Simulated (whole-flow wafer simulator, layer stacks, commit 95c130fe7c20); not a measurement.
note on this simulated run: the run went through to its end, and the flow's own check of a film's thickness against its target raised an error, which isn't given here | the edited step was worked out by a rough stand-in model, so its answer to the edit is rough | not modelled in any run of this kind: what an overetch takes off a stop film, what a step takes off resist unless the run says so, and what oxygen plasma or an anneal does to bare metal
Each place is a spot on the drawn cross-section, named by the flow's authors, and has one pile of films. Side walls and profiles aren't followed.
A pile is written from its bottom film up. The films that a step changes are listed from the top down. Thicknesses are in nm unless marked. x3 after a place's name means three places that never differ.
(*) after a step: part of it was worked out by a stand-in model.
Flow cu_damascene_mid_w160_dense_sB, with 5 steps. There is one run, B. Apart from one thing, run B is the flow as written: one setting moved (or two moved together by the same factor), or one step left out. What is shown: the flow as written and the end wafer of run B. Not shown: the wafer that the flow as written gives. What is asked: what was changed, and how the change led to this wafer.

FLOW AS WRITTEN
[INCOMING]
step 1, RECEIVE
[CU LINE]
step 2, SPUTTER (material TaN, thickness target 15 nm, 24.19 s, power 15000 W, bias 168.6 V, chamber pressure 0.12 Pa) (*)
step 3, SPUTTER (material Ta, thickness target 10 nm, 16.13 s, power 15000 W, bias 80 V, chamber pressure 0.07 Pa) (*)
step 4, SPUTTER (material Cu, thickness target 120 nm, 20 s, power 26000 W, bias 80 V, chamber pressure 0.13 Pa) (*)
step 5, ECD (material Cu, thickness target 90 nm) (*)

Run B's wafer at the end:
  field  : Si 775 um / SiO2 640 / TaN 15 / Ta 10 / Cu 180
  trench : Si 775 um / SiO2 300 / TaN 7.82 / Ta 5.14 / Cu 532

Cause: step 4, SPUTTER: thickness target 90 nm was run, though the flow has thickness target 120 nm; step 4, SPUTTER: 15 s was run, where the flow has 20 s.

Step by step, how the change led to this:
  step 4, SPUTTER (material Cu, thickness target 120 nm, 20 s, power 26000 W, bias 80 V, chamber pressure 0.13 Pa) (*)
      field: +90 Cu (new film) (it would be, as written: +120 Cu (new film))
      trench: +46.5 Cu (new film) (it would be, as written: +62 Cu (new film))
  step 5, ECD (material Cu, thickness target 90 nm) (*)
      trench: +485.5 Cu (it would be, as written: +500 Cu)
